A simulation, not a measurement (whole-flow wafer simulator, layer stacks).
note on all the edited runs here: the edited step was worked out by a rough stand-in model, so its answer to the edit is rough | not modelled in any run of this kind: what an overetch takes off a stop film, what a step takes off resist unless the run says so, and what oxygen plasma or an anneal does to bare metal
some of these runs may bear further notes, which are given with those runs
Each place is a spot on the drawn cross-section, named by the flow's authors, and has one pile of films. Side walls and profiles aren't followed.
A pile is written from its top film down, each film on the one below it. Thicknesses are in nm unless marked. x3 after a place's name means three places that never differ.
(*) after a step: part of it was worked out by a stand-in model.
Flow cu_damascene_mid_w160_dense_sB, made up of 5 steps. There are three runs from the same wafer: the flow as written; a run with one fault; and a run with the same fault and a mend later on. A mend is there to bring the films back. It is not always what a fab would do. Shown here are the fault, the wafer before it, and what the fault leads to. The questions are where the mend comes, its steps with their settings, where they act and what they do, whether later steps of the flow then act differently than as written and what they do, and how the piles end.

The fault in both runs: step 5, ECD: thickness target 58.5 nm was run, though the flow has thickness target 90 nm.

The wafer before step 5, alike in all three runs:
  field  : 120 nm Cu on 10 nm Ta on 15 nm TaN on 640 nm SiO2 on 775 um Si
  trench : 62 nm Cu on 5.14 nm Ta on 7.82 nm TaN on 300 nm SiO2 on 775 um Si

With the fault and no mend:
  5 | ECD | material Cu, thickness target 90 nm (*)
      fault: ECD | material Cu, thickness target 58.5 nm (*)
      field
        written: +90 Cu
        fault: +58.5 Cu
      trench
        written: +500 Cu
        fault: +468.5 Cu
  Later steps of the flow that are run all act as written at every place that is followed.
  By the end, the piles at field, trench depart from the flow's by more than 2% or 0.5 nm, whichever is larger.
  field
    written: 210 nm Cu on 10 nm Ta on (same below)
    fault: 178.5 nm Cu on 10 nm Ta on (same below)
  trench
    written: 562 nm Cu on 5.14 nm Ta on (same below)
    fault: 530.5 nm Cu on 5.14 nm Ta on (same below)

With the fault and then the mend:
  The mend follows step 5.
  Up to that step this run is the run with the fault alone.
  5a | ECD | material Cu, thickness target 31.5 nm (the flow's step 5, run once more with other settings)
      field, trench
        +31.5 Cu
  Later steps of the flow that are run all act as written at every place that is followed.
  At every place that both follow, the piles at the end match the flow's.
